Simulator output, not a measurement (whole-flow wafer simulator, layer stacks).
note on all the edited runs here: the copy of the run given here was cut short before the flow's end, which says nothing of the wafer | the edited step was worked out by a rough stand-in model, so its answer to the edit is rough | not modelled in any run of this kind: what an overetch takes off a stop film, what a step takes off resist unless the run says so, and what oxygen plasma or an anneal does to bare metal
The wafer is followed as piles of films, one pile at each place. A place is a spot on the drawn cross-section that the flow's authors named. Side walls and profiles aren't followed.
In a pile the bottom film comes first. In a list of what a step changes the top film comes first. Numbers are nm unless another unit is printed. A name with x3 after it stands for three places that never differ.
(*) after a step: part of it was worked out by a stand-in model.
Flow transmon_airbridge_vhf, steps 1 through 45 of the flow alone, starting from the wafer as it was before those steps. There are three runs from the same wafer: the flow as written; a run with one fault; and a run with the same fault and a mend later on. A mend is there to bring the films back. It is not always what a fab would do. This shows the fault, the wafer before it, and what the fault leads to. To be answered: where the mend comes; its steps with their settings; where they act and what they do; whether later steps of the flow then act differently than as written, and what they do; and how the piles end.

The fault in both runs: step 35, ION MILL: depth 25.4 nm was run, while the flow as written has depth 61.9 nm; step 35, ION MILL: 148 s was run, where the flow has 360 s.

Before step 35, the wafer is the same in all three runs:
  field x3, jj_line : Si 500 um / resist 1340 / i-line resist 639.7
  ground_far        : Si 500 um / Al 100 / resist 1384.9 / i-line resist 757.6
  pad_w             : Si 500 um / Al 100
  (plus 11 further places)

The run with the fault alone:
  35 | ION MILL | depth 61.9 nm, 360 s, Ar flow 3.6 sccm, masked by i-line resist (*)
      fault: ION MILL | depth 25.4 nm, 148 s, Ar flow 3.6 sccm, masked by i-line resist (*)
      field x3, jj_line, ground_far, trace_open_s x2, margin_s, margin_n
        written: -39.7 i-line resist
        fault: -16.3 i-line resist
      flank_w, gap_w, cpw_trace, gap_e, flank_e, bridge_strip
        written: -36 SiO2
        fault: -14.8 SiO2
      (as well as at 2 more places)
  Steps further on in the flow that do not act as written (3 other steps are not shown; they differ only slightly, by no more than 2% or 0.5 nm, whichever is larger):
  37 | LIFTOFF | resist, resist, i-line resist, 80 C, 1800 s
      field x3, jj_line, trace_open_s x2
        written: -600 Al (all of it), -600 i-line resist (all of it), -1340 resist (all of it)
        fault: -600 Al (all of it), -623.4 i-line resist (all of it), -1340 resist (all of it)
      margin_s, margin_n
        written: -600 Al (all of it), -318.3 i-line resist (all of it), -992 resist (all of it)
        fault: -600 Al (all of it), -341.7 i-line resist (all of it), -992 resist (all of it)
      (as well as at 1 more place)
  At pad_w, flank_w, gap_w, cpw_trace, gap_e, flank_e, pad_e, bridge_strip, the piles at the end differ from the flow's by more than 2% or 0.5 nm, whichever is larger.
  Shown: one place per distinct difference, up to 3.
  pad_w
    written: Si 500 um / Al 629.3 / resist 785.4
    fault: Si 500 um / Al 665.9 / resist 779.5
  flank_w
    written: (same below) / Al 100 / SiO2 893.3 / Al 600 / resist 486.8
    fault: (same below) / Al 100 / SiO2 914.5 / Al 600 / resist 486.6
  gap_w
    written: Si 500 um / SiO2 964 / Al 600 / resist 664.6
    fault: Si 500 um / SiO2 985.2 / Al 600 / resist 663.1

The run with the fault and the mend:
  The mend stands after step 35.
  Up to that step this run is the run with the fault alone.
  35a | ION MILL | depth 36.5 nm, 212.3 s, Ar flow 3.6 sccm, masked by i-line resist (*) (the flow's step 35, run once more with other settings)
      field x3, jj_line, ground_far, trace_open_s x2, margin_s, margin_n
        -23.4 i-line resist
      flank_w, gap_w, cpw_trace, gap_e, flank_e, bridge_strip
        -21.2 SiO2
      pad_w, pad_e
        -36.5 Al
  Every later step of the flow that is run acts as written, at every place that is followed, to within 2% or 0.5 nm, whichever is larger.
  By the end, the piles equal the flow's at every place that both follow.
